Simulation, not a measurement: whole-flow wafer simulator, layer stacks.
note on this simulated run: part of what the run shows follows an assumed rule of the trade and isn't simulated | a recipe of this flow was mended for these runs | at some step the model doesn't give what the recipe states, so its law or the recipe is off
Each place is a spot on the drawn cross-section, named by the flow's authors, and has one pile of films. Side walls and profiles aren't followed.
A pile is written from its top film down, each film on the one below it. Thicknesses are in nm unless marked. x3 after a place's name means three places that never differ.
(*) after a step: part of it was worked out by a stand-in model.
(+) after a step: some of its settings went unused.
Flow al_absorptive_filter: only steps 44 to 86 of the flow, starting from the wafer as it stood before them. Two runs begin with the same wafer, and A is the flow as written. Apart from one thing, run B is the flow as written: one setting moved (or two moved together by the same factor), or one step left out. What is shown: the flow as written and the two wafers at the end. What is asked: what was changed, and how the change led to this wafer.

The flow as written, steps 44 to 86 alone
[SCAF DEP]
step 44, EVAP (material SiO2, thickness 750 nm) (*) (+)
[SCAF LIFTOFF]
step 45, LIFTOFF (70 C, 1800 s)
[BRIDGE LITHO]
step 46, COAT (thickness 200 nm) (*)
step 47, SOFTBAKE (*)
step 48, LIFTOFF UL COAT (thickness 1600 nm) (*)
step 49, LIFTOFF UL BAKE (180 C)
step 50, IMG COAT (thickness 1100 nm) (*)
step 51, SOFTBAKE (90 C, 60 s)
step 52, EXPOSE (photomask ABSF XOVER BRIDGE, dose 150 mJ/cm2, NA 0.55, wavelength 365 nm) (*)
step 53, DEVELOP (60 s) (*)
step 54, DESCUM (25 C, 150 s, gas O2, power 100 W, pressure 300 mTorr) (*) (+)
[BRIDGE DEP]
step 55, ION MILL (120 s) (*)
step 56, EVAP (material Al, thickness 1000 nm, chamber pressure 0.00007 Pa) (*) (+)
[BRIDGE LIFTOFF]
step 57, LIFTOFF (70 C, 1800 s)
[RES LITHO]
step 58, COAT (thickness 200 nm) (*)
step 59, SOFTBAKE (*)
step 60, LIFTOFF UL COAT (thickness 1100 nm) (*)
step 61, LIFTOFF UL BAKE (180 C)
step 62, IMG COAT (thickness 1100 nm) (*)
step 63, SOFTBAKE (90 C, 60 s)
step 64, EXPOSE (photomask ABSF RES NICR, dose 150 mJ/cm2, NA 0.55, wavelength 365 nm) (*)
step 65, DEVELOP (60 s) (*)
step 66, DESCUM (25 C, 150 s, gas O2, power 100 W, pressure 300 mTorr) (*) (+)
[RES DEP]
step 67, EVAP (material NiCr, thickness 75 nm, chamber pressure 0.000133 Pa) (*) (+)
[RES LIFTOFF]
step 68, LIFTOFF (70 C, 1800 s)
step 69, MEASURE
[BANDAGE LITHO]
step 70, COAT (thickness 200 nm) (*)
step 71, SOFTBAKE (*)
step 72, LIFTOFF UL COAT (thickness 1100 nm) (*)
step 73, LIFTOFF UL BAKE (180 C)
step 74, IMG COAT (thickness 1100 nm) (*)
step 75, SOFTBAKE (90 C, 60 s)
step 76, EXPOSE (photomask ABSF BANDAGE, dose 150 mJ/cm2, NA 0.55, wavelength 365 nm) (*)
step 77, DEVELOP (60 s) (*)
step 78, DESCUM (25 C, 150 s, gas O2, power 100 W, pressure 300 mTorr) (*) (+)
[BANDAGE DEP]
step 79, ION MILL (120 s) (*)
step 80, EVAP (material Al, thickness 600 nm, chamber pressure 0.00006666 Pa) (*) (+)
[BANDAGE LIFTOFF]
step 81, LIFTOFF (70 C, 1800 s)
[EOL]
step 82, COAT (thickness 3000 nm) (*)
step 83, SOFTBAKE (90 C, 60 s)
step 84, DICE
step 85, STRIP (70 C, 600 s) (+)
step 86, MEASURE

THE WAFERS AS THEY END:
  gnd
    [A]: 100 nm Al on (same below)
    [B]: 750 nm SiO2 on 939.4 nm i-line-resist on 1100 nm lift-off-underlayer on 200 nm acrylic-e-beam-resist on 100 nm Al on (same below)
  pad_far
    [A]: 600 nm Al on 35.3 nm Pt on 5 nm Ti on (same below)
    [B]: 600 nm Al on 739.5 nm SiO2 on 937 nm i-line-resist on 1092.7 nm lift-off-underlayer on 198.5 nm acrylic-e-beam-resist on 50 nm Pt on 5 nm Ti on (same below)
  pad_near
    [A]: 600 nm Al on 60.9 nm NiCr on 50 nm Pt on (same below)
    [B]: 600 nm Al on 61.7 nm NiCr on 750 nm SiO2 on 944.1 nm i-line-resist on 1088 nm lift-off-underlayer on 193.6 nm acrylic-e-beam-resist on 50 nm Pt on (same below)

What caused this: step 45, LIFTOFF: 70 C, 1800 s, was not run.

Step by step, how the change led to this:
  step 46, COAT (thickness 200 nm) (*)
      pad_near: A acrylic-e-beam-resist gains 193.6 (new film) | B acrylic-e-beam-resist gains 200.3 (new film)
      ledge: A acrylic-e-beam-resist gains 169.8 (new film) | B acrylic-e-beam-resist gains 200.6 (new film)
      (as well as at 8 more places)
  step 48, LIFTOFF UL COAT (thickness 1600 nm) (*)
      res: A lift-off-underlayer gains 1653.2 (new film) | B lift-off-underlayer gains 1601.7 (new film)
      xa_margin: A lift-off-underlayer gains 1268 (new film) | B lift-off-underlayer gains 2431.9 (new film)
      (as well as at 4 more places)
  step 50, IMG COAT (thickness 1100 nm) (*)
      xa_margin: A i-line-resist gains 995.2 (new film) | B i-line-resist gains 1385.8 (new film)
      xa_strip: A i-line-resist gains 962 (new film) | B i-line-resist gains 1511.8 (new film)
      (as well as at 3 more places)
  step 51, SOFTBAKE (90 C, 60 s)
      xa_strip: A i-line-resist loses 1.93 | B i-line-resist gains 7.85
      xl_land: A i-line-resist gains 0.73 | B i-line-resist loses 2.38
      (as well as at 1 more place)
  step 53, DEVELOP (60 s) (*)
      xa_strip: A i-line-resist loses 960.1 (all of it), lift-off-underlayer loses 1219 (all of it) | B i-line-resist loses 1519.6 (all of it), lift-off-underlayer loses 2950.5 (all of it)
      xl_land: A i-line-resist loses 1117.3 (all of it), lift-off-underlayer loses 1706.9 (all of it) | B i-line-resist loses 1049.6 (all of it), lift-off-underlayer loses 1307.2 (all of it)
      (as well as at 2 more places)
  step 54, DESCUM (25 C, 150 s, gas O2, power 100 W, pressure 300 mTorr) (*) (+)
      gnd, pad_far, pad_near and 7 more: A i-line-resist loses 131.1 | B i-line-resist loses 728.6
      xa_strip: A acrylic-e-beam-resist loses 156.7 (all of it) | B acrylic-e-beam-resist loses 167.7 (all of it)
      (as well as at 3 more places)
  step 55, ION MILL (120 s) (*)
      xl_land: A Al loses 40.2 | B SiO2 loses 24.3
  step 56, EVAP (material Al, thickness 1000 nm, chamber pressure 0.00007 Pa) (*) (+)
      xl_land: A Al gains 1000 | B Al gains 1000 (new film)
      xl_gap: A Al gains 1000 (new film) | B Al gains 966.4 (new film)
  step 57, LIFTOFF (70 C, 1800 s)
      gnd, xa_field, idc_field: A Al loses 1000 (all of it), i-line-resist loses 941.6 (all of it), lift-off-underlayer loses 1600 (all of it), acrylic-e-beam-resist loses 200 (all of it) | B Al loses 1000 (all of it), i-line-resist loses 344.1 (all of it), lift-off-underlayer loses 1600 (all of it), acrylic-e-beam-resist loses 200 (all of it)
      pad_far: A Al loses 1000 (all of it), i-line-resist loses 940.5 (all of it), lift-off-underlayer loses 1591.1 (all of it), acrylic-e-beam-resist loses 198.5 (all of it) | B Al loses 1000 (all of it), i-line-resist loses 344.2 (all of it), lift-off-underlayer loses 1599.5 (all of it), acrylic-e-beam-resist loses 199.8 (all of it)
      (as well as at 6 more places)
  step 58, COAT (thickness 200 nm) (*)
      pad_near: A acrylic-e-beam-resist gains 193.6 (new film) | B acrylic-e-beam-resist gains 200.3 (new film)
      ledge: A acrylic-e-beam-resist gains 169.8 (new film) | B acrylic-e-beam-resist gains 200.6 (new film)
      (as well as at 7 more places)
  step 60, LIFTOFF UL COAT (thickness 1100 nm) (*)
      res: A lift-off-underlayer gains 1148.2 (new film) | B lift-off-underlayer gains 1101.5 (new film)
      xa_margin: A lift-off-underlayer gains 1021 (new film) | B lift-off-underlayer gains 1688.8 (new film)
      (as well as at 3 more places)
  step 62, IMG COAT (thickness 1100 nm) (*)
      xa_margin: A i-line-resist gains 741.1 (new film) | B i-line-resist gains 1319.7 (new film)
      xa_strip: A i-line-resist gains 577.9 (new film) | B i-line-resist gains 1435.2 (new film)
      (as well as at 2 more places)
  step 63, SOFTBAKE (90 C, 60 s)
      xa_strip: A i-line-resist loses 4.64 | B i-line-resist gains 6.19
      xl_turn: A i-line-resist loses 2.67 | B i-line-resist gains 10.5
      (as well as at 1 more place)
  step 65, DEVELOP (60 s) (*)
      res: A i-line-resist loses 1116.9 (all of it), lift-off-underlayer loses 1148.2 (all of it) | B i-line-resist loses 1100.8 (all of it), lift-off-underlayer loses 1101.5 (all of it)
  step 66, DESCUM (25 C, 150 s, gas O2, power 100 W, pressure 300 mTorr) (*) (+)
      gnd, pad_far, xa_field and 8 more: A i-line-resist loses 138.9 | B i-line-resist loses 120.5
      pad_near: A acrylic-e-beam-resist loses 193.6 (all of it) | B acrylic-e-beam-resist loses 200.3 (all of it)
      (as well as at 2 more places)
  step 68, LIFTOFF (70 C, 1800 s)
      pad_far: A NiCr loses 75 (all of it), i-line-resist loses 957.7 (all of it), lift-off-underlayer loses 1092.7 (all of it), acrylic-e-beam-resist loses 198.5 (all of it) | B NiCr loses 75 (all of it), i-line-resist loses 978.6 (all of it), lift-off-underlayer loses 1099.6 (all of it), acrylic-e-beam-resist loses 199.8 (all of it)
      xa_margin: A NiCr loses 75 (all of it), i-line-resist loses 598.1 (all of it), lift-off-underlayer loses 1021 (all of it), acrylic-e-beam-resist loses 288.1 (all of it) | B NiCr loses 75 (all of it), i-line-resist loses 1198.1 (all of it), lift-off-underlayer loses 1688.8 (all of it), acrylic-e-beam-resist loses 1323.7 (all of it)
      (as well as at 5 more places)
  ... another 9 steps ...
  step 85, STRIP (70 C, 600 s) (+)
      res: A i-line-resist loses 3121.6 (all of it) | B i-line-resist loses 3028 (all of it)
      xa_margin: A i-line-resist loses 2469.3 (all of it) | B i-line-resist loses 5084.4 (all of it)
      (as well as at 4 more places)
If metal films that touch count as one body, pad_far has 2 bodies (between them, from the top down: SiO2 739.5 / i-line-resist 937 / lift-off-underlayer 1092.7 / acrylic-e-beam-resist 198.5); the flow as written gives 1 body.
